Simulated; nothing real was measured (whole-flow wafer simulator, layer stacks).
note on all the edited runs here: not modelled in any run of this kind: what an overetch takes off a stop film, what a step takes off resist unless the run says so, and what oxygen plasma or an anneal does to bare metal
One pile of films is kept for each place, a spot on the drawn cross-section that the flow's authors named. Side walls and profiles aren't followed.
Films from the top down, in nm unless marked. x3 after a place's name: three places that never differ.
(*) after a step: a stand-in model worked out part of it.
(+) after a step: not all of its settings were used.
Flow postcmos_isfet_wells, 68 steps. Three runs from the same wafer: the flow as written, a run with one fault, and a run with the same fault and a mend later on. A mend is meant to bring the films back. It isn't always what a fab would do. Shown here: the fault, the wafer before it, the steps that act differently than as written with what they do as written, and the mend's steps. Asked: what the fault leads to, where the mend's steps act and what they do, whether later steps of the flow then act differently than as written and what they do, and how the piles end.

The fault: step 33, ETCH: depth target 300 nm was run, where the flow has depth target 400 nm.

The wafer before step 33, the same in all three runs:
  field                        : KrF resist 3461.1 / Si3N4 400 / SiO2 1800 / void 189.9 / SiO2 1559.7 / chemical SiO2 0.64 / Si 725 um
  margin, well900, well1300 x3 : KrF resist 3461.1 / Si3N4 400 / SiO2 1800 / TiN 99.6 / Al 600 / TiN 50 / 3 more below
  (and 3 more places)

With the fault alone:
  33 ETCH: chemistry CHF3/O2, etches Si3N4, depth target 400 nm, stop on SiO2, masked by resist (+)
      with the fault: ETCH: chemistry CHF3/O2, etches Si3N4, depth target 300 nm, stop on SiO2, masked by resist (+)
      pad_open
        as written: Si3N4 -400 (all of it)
        with the fault: Si3N4 -300
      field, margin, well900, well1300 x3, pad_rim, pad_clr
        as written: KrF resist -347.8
        with the fault: KrF resist -260.9
  Later steps of the flow that act differently than as written (5 more steps differ only slightly, by at most 2% or 0.5 nm, whichever is larger, and aren't shown):
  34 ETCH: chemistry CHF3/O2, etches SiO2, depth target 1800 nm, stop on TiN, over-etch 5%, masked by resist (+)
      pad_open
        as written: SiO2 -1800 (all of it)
        with the fault: Si3N4 -100 (all of it), SiO2 -1695
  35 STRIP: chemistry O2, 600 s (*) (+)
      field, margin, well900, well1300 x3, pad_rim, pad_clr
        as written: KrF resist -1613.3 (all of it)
        with the fault: KrF resist -1700.3 (all of it)
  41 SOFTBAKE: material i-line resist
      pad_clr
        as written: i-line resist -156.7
        with the fault: i-line resist -146.2
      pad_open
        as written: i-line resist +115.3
        with the fault: i-line resist +110.7
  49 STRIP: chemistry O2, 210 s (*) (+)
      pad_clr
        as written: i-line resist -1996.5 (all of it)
        with the fault: i-line resist -2039.7 (all of it)
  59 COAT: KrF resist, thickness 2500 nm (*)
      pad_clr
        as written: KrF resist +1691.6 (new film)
        with the fault: KrF resist +1726.8 (new film)
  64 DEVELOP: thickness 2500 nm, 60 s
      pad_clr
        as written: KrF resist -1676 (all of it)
        with the fault: KrF resist -1711.1 (all of it)
  At the end the piles differ from the flow's by more than 2% or 0.5 nm, whichever is larger, at pad_open.
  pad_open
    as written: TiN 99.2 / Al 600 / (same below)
    with the fault: SiO2 105 / TiN 99.6 / Al 600 / (same below)

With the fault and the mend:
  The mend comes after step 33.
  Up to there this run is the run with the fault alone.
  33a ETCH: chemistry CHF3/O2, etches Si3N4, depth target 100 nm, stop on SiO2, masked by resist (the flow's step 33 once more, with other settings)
      field, margin, well900, well1300 x3, pad_rim, pad_clr
        KrF resist -87
      pad_open
        Si3N4 -100 (all of it)
  No later step of the flow acts differently than as written at any place that is followed.
  At the end the piles are the same as the flow's at every place that both follow.
